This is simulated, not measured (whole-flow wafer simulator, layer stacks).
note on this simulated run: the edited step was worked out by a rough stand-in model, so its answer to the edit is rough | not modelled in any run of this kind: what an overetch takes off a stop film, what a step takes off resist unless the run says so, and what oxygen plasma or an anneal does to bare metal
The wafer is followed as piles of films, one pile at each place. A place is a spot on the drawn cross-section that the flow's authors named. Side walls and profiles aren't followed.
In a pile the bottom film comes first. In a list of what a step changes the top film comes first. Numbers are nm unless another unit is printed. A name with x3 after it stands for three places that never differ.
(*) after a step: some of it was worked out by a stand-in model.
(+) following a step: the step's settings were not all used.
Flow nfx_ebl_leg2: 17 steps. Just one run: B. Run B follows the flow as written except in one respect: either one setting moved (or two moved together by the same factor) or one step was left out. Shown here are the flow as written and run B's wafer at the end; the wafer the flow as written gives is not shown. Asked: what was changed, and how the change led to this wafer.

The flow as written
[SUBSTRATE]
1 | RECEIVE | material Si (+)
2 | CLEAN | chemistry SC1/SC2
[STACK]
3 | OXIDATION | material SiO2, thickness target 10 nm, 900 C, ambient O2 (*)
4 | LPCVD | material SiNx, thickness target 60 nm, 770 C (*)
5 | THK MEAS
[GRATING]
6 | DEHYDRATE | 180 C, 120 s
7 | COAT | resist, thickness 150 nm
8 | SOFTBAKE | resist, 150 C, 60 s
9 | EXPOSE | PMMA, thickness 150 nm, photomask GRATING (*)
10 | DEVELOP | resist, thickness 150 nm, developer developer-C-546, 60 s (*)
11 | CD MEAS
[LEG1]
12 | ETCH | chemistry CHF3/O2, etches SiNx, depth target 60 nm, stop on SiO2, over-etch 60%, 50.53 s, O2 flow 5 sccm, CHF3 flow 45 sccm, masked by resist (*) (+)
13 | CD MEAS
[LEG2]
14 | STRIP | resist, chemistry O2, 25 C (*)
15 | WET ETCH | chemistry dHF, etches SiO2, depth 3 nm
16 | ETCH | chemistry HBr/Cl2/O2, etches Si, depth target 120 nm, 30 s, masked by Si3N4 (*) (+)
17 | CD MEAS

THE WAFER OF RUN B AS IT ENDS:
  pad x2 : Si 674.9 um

The reason: step 16, ETCH: depth target 96 nm was run, though the flow has depth target 120 nm.

How this came from the change, step by step:
  16 | ETCH | chemistry HBr/Cl2/O2, etches Si, depth target 120 nm, 30 s, masked by Si3N4 (*) (+)
      pad x2: -96 Si (in the flow as written it would be: -120 Si)
